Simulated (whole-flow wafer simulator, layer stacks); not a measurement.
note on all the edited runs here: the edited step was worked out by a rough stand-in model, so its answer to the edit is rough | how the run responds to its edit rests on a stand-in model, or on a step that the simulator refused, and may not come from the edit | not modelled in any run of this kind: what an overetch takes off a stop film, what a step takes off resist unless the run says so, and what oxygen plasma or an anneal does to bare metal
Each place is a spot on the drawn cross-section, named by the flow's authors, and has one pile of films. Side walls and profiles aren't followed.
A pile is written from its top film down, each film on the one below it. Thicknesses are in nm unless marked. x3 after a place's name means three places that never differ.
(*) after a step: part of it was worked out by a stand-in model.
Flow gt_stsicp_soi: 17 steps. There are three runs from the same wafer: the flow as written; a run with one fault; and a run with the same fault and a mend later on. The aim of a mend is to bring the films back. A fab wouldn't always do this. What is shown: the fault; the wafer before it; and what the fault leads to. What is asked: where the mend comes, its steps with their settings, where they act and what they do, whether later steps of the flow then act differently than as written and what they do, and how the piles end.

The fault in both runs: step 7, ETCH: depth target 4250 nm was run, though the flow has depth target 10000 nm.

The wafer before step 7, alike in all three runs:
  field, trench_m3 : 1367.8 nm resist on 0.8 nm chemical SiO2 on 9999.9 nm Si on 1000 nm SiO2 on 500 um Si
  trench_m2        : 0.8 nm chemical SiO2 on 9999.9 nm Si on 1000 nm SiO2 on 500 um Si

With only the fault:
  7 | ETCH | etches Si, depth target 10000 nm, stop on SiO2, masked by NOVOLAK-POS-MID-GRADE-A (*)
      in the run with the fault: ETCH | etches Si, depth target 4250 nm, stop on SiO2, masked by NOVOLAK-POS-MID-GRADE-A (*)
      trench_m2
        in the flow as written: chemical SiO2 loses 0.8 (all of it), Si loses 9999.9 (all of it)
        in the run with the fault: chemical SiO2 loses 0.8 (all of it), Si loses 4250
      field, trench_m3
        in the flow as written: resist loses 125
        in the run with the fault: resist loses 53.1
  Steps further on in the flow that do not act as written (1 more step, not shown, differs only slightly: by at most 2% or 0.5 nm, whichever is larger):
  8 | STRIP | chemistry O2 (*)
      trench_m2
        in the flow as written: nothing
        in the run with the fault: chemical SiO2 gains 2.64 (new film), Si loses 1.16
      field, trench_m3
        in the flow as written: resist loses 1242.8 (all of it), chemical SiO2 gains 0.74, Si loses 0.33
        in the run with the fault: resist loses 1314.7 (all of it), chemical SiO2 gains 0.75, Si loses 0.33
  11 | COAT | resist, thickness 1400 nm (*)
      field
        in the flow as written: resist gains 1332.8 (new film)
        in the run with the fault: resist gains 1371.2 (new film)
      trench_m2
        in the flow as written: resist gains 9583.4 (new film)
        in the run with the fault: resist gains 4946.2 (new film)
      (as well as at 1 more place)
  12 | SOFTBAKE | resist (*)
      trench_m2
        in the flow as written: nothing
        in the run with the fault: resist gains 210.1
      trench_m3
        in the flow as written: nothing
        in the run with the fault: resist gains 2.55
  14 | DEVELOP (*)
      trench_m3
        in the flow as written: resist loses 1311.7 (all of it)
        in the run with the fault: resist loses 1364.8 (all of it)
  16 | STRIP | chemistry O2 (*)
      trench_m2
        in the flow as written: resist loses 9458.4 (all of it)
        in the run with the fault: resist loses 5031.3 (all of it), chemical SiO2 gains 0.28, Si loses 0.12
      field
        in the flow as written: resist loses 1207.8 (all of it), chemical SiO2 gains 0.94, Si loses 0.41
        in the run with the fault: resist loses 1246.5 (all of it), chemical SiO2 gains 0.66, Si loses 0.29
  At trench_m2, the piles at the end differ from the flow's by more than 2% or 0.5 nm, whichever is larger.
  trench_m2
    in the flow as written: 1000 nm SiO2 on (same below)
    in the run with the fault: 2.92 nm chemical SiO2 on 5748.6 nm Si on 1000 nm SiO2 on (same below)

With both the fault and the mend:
  The mend follows step 7.
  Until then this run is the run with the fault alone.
  7a | ETCH | etches Si, depth target 5750 nm, stop on SiO2, masked by NOVOLAK-POS-MID-GRADE-A (*) (the flow's step 7, run once more with other settings)
      field, trench_m3
        resist loses 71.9
      trench_m2
        Si loses 5749.9 (all of it)
  Every later step of the flow that is run acts as written at every place that is followed.
  The piles end the same as the flow's at every place that both follow.
